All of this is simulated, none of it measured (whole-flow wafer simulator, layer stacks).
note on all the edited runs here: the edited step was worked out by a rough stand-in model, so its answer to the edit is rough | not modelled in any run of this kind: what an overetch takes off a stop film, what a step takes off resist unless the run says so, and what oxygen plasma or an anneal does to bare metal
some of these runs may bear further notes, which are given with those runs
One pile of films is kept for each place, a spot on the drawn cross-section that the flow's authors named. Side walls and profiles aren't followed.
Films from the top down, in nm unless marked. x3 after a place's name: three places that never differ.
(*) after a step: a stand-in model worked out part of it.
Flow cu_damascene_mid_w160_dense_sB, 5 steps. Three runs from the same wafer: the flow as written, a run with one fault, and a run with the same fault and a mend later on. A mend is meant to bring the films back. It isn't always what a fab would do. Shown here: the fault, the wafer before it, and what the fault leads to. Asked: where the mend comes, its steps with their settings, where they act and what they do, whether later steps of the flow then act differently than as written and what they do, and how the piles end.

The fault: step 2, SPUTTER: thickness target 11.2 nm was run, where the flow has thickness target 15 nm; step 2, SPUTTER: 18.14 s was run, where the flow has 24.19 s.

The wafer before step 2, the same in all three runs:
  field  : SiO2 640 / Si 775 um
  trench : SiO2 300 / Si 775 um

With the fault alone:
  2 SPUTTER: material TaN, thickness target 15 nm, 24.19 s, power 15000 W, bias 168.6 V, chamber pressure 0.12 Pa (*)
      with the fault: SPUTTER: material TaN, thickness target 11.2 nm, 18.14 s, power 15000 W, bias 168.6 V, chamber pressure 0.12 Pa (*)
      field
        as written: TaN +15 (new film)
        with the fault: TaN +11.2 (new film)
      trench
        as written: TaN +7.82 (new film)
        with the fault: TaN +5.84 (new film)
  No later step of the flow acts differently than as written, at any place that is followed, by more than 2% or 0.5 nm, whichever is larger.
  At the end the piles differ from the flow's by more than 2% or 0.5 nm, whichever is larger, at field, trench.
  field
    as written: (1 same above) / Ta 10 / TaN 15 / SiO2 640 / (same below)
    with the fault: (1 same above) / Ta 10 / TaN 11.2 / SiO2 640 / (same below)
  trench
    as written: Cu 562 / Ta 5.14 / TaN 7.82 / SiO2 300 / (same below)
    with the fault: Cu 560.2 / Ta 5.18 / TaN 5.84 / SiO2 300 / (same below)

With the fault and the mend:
  The mend comes after step 2.
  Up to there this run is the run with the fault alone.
  2a SPUTTER: material TaN, thickness target 3.8 nm, 6.128 s, power 15000 W, bias 168.6 V, chamber pressure 0.12 Pa (*) (the flow's step 2 once more, with other settings)
      field
        TaN +3.8
      trench
        TaN +1.93
  No later step of the flow acts differently than as written, at any place that is followed, by more than 2% or 0.5 nm, whichever is larger.
  At the end the piles differ from the flow's only slightly at the places that both follow, by at most 2% or 0.5 nm, whichever is larger.
